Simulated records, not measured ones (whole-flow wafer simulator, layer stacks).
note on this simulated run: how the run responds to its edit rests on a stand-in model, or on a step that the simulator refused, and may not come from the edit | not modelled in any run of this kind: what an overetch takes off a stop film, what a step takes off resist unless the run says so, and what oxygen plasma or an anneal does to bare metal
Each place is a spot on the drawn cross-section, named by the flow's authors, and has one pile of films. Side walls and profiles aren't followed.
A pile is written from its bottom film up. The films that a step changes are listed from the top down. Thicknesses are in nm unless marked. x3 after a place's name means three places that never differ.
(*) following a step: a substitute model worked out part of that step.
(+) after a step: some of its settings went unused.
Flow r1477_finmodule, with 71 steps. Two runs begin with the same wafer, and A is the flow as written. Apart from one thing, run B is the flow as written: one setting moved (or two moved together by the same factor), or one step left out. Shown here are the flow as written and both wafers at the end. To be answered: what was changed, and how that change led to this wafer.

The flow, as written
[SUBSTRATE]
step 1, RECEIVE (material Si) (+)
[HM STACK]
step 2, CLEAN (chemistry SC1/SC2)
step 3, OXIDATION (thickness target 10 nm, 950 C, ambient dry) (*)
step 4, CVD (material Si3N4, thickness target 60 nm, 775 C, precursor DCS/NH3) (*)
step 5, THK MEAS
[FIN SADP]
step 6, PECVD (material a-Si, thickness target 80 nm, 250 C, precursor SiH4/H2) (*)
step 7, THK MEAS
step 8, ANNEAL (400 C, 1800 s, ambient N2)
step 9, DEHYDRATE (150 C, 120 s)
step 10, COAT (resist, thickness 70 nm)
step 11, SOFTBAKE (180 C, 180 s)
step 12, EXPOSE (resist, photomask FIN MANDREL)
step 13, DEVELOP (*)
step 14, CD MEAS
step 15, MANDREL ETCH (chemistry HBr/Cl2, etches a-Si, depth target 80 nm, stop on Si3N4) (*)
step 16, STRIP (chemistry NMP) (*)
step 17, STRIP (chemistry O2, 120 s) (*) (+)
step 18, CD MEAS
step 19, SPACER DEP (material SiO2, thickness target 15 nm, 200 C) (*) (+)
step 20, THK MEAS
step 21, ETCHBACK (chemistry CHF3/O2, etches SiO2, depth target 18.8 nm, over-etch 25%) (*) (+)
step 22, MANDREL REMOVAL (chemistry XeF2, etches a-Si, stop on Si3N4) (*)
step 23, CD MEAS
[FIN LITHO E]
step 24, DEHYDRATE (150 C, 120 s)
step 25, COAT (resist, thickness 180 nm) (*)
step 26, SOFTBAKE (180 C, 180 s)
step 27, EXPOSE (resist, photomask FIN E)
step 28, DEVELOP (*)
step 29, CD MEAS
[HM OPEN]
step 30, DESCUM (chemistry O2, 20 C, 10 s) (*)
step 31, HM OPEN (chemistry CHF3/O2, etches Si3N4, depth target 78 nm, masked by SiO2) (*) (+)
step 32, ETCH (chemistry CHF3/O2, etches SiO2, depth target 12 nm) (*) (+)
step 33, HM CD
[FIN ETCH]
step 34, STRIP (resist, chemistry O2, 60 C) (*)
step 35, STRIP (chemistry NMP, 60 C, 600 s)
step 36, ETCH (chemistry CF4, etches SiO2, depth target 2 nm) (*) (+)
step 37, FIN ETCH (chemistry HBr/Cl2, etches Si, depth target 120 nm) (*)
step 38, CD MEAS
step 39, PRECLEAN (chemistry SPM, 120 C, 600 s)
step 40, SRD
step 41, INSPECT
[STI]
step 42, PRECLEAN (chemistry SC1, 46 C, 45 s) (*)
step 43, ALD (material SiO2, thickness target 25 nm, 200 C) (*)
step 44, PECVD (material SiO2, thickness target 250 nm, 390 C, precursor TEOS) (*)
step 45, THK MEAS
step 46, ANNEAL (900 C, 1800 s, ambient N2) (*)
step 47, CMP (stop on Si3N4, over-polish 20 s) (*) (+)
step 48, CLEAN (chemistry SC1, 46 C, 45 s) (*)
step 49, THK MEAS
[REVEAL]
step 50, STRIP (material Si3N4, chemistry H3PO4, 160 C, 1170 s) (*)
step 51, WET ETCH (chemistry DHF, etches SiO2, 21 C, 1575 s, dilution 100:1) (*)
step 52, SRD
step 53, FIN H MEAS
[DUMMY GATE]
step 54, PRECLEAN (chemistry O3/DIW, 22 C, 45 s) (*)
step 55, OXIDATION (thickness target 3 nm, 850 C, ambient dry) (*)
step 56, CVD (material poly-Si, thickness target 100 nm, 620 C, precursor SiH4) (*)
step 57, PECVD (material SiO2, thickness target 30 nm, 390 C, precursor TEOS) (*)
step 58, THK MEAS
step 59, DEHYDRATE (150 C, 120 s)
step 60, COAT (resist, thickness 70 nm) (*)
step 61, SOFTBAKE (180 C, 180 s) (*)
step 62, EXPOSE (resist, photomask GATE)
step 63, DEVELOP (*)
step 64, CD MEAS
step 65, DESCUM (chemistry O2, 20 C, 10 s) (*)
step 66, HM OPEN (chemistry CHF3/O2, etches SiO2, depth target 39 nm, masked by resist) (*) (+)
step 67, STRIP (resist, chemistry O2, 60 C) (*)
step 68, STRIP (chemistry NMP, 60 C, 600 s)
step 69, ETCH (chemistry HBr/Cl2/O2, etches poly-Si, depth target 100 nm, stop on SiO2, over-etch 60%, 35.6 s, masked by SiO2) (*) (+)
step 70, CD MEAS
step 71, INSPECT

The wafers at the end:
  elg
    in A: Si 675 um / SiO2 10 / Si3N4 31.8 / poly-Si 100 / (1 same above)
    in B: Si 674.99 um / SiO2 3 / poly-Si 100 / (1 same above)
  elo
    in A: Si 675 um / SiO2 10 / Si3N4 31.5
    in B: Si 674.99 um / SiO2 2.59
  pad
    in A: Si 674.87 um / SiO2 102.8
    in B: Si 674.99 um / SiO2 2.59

What caused this: step 31, HM OPEN: chemistry CHF3/O2, etches Si3N4, depth target 78 nm, masked by SiO2 (*) (+), was skipped.

Step by step, how the change led to this:
  step 32, ETCH (chemistry CHF3/O2, etches SiO2, depth target 12 nm) (*) (+)
      pad, padg, e40sg and 11 more: A -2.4 Si | B -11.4 Si3N4
      esg, eso: A -1.77 Si | B -8.16 Si3N4
      (as well as at 6 more places)
  step 34, STRIP (resist, chemistry O2, 60 C) (*)
      pad, padg, esg and 19 more: A +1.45 chemical SiO2 (new film), -0.64 Si | B nothing
      elg, e40lg, e100lg, e200lg, elo, e40lo, e100lo, e200lo: A -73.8 resist (all of it) | B -151.8 resist (all of it)
  step 36, ETCH (chemistry CF4, etches SiO2, depth target 2 nm) (*) (+)
      pad, padg, e40sg and 11 more: A -1.45 chemical SiO2 (all of it), -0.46 Si | B -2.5 Si3N4
      esg, eso: A -1.45 chemical SiO2 (all of it), -0.46 Si | B -2.45 Si3N4
      (as well as at 6 more places)
  step 37, FIN ETCH (chemistry HBr/Cl2, etches Si, depth target 120 nm) (*)
      pad, padg, esg and 19 more: A -120 Si | B nothing
      elg, e40lg, e100lg, e200lg, elo, e40lo, e100lo, e200lo: A -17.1 Si3N4 | B nothing
      (as well as at 6 more places)
  step 39, PRECLEAN (chemistry SPM, 120 C, 600 s)
      pad, padg, esg and 19 more: A +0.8 chemical SiO2 (new film), -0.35 Si | B nothing
  step 43, ALD (material SiO2, thickness target 25 nm, 200 C) (*)
      s40cg, s40co: A +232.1 SiO2 (new film) | B +99.9 SiO2 (new film)
      s45cg, s45co: A +232.1 SiO2 (new film) | B +100.1 SiO2 (new film)
      (as well as at 3 more places)
  step 47, CMP (stop on Si3N4, over-polish 20 s) (*) (+)
      pad, padg, e40sg and 11 more: A -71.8 SiO2 | B -263.8 SiO2 (all of it), -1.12 Si3N4
      elg, e40lg, e100lg, e200lg, elo, e40lo, e100lo, e200lo: A -241.6 SiO2 | B -263.8 SiO2 (all of it), -1.33 Si3N4
      (as well as at 14 more places)
  step 50, STRIP (material Si3N4, chemistry H3PO4, 160 C, 1170 s) (*)
      pad, padg, esg and 19 more: A -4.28 SiO2 | B -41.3 Si3N4 (all of it), -1.91 SiO2
      elg, e40lg, e100lg, e200lg, elo, e40lo, e100lo, e200lo: A -4.28 SiO2 | B -52.5 Si3N4 (all of it), -1.56 SiO2
  step 51, WET ETCH (chemistry DHF, etches SiO2, 21 C, 1575 s, dilution 100:1) (*)
      pad, padg, e40sg and 12 more: A -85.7 SiO2 | B -8.09 SiO2 (all of it)
      elg, e40lg, e100lg, e200lg, elo, e40lo, e100lo, e200lo: A -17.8 SiO2 (all of it), -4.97 Si3N4 | B -8.44 SiO2 (all of it)
      (as well as at 7 more places)
  step 54, PRECLEAN (chemistry O3/DIW, 22 C, 45 s) (*)
      pad, padg, elg and 27 more: A nothing | B +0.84 chemical SiO2 (new film), -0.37 Si
  step 55, OXIDATION (thickness target 3 nm, 850 C, ambient dry) (*)
      pad, padg, e40sg and 12 more: A +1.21 SiO2, -0.74 chemical SiO2 (all of it), -0.21 Si | B +3 SiO2 (new film), -0.84 chemical SiO2 (all of it), -0.95 Si
      elg, e40lg, e100lg, e200lg, elo, e40lo, e100lo, e200lo: A nothing | B +3 SiO2 (new film), -0.84 chemical SiO2 (all of it), -0.95 Si
      (as well as at 7 more places)
  step 56, CVD (material poly-Si, thickness target 100 nm, 620 C, precursor SiH4) (*)
      s40cg, s40co: A +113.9 poly-Si (new film) | B +100 poly-Si (new film)
      s45cg, s45co: A +113.4 poly-Si (new film) | B +100 poly-Si (new film)
      (as well as at 3 more places)
  step 60, COAT (resist, thickness 70 nm) (*)
      e40lg, e100lg, e200lg, elo, e40lo, e100lo, e200lo: A +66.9 resist (new film) | B +70 resist (new film)
      s40sg, s45sg, s40so, s45so: A +91 resist (new film) | B +70 resist (new film)
      (as well as at 17 more places)
  step 63, DEVELOP (*)
      elo, e40lo, e100lo, e200lo: A -66.9 resist (all of it) | B -70 resist (all of it)
      eso, e40so: A -129.5 resist (all of it) | B -70 resist (all of it)
      (as well as at 9 more places)
  step 67, STRIP (resist, chemistry O2, 60 C) (*)
      e40lg, e100lg, e200lg: A -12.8 resist (all of it) | B -15.9 resist (all of it)
      s40sg, s45sg: A -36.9 resist (all of it) | B -15.9 resist (all of it)
      (as well as at 10 more places)
  step 69, ETCH (chemistry HBr/Cl2/O2, etches poly-Si, depth target 100 nm, stop on SiO2, over-etch 60%, 35.6 s, masked by SiO2) (*) (+)
      s40co: A -1.46 chemical SiO2 (all of it), -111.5 poly-Si (all of it), -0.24 SiO2 | B -1 chemical SiO2 (all of it), -97.8 poly-Si (all of it), -0.41 SiO2
      s45co: A -1.46 chemical SiO2 (all of it), -110.9 poly-Si (all of it), -0.25 SiO2 | B -1 chemical SiO2 (all of it), -97.8 poly-Si (all of it), -0.41 SiO2
      (as well as at 1 more place)
